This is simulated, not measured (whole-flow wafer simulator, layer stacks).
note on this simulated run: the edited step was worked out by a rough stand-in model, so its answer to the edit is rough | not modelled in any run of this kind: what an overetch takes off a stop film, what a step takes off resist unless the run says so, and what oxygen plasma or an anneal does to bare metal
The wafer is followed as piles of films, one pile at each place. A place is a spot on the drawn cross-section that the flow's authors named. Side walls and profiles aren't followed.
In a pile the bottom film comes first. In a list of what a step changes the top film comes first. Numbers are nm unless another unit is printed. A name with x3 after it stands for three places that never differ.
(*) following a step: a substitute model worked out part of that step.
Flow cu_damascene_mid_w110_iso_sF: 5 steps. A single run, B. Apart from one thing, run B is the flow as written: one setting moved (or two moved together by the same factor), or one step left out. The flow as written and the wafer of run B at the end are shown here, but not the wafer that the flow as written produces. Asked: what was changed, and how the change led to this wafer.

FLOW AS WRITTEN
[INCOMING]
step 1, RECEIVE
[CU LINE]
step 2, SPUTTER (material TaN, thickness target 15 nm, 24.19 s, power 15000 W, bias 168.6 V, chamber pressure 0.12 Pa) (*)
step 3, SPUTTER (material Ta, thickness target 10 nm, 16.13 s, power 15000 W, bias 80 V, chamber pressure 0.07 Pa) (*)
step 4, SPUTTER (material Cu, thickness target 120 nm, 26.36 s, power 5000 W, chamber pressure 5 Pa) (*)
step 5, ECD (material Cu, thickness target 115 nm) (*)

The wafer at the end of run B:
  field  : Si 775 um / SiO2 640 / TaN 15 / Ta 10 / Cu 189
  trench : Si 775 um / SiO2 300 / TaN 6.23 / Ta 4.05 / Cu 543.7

Cause: step 5, ECD: thickness target 69 nm was run, whereas the flow has thickness target 115 nm.

The path from the change to this, step by step:
  step 5, ECD (material Cu, thickness target 115 nm) (*)
      field: Cu gains 69 (as written it would have been: Cu gains 115)
      trench: Cu gains 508 (as written it would have been: Cu gains 554)
